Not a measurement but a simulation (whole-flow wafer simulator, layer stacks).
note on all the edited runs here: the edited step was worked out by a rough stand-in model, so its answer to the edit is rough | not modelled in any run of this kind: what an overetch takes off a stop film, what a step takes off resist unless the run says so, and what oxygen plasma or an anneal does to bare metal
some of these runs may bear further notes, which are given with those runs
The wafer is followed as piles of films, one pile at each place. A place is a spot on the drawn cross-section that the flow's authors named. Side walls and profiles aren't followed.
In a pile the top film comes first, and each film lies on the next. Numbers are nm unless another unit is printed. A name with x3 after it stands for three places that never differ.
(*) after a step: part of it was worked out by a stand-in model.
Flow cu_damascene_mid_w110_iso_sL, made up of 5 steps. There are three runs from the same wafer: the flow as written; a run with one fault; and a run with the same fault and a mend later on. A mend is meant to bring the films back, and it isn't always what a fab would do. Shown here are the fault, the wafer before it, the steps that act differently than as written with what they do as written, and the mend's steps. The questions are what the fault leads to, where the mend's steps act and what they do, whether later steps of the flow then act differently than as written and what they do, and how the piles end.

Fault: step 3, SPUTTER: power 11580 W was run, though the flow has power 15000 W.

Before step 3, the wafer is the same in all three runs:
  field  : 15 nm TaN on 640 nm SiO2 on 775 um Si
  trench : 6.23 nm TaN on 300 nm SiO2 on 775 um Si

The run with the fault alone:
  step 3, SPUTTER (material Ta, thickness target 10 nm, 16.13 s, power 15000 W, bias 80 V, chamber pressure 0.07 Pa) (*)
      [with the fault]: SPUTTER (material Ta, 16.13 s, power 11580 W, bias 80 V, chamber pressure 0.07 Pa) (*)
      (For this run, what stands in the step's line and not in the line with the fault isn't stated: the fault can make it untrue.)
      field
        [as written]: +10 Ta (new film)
        [with the fault]: +7.72 Ta (new film)
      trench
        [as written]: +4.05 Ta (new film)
        [with the fault]: +2.97 Ta (new film)
  None of the later steps of the flow differs from how it acts as written, at any place that is followed, by more than 2% or 0.5 nm, whichever is larger.
  At field, trench, the piles at the end differ from the flow's by more than 2% or 0.5 nm, whichever is larger.
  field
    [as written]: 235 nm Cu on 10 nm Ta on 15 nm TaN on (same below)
    [with the fault]: 235 nm Cu on 7.72 nm Ta on 15 nm TaN on (same below)
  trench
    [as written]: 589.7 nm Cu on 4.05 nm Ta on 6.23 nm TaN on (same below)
    [with the fault]: 588.5 nm Cu on 2.97 nm Ta on 6.23 nm TaN on (same below)

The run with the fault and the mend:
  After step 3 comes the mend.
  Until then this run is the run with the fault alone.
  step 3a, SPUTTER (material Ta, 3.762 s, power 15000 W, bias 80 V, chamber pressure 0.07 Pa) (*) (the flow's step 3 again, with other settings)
      field
        +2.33 Ta
      trench
        +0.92 Ta
  None of the later steps of the flow differs from how it acts as written, at any place that is followed, by more than 2% or 0.5 nm, whichever is larger.
  The piles end only slightly different from the flow's at the places that both follow, by no more than 2% or 0.5 nm, whichever is larger.
